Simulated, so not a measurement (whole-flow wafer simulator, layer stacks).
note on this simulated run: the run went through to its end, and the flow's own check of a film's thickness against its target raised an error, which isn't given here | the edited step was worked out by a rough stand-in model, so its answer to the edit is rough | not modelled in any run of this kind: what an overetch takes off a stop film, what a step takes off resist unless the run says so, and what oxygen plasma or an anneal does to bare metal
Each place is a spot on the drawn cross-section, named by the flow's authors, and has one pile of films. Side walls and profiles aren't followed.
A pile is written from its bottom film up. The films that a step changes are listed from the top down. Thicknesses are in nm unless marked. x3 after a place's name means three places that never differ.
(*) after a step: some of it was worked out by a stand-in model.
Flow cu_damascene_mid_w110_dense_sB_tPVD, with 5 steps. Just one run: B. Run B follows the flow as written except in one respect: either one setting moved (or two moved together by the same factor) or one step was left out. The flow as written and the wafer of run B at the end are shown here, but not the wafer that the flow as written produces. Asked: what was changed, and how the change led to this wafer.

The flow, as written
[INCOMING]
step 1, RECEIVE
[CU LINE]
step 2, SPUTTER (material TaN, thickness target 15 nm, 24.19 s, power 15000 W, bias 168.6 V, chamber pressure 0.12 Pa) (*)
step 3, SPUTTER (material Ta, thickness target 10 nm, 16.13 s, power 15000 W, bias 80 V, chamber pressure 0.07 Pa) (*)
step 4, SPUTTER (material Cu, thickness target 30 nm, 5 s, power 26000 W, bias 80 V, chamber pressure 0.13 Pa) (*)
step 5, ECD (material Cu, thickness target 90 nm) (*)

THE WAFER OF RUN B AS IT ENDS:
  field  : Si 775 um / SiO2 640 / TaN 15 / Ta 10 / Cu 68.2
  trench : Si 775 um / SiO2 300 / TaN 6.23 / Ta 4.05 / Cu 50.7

The reason: step 5, ECD: thickness target 38.2 nm was run, whereas the flow has thickness target 90 nm.

Step by step, how the change led to this:
  step 5, ECD (material Cu, thickness target 90 nm) (*)
      field: Cu gains 38.2 (it would be, as written: Cu gains 90)
      trench: Cu gains 38.2 (it would be, as written: Cu gains 462.2)
